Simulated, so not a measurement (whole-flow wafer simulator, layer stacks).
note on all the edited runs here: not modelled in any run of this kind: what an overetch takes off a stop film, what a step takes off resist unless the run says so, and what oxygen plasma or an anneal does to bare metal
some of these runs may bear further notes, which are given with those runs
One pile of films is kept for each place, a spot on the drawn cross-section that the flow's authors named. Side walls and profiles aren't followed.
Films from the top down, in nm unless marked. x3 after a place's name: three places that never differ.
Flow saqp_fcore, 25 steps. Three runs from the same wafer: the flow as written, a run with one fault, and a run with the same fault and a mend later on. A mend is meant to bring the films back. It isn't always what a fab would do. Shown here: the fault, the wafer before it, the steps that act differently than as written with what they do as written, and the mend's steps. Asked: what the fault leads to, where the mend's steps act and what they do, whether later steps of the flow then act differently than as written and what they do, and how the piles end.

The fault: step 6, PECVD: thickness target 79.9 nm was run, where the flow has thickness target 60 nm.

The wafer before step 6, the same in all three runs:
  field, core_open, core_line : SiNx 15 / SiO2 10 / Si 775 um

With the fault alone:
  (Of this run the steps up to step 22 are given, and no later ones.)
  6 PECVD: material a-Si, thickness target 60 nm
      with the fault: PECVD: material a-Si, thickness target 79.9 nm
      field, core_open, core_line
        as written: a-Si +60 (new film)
        with the fault: a-Si +79.9 (new film)
  No later step of the flow up to step 22 acts differently than as written at any place that is followed.
  After step 22 the piles differ from the flow's by more than 2% or 0.5 nm, whichever is larger, at field, core_open, core_line.
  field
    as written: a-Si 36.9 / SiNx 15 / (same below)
    with the fault: a-Si 56.8 / SiNx 15 / (same below)
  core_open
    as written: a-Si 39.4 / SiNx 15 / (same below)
    with the fault: a-Si 59.3 / SiNx 15 / (same below)
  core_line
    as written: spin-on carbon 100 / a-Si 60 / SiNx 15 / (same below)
    with the fault: spin-on carbon 100 / a-Si 79.9 / SiNx 15 / (same below)

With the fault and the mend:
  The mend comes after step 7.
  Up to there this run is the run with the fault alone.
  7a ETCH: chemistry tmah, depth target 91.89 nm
      field, core_open, core_line
        a-Si -79.9 (all of it)
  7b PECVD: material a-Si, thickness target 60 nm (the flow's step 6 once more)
      field, core_open, core_line
        a-Si +60 (new film)
  No later step of the flow acts differently than as written at any place that is followed.
  At the end the piles are the same as the flow's at every place that both follow.
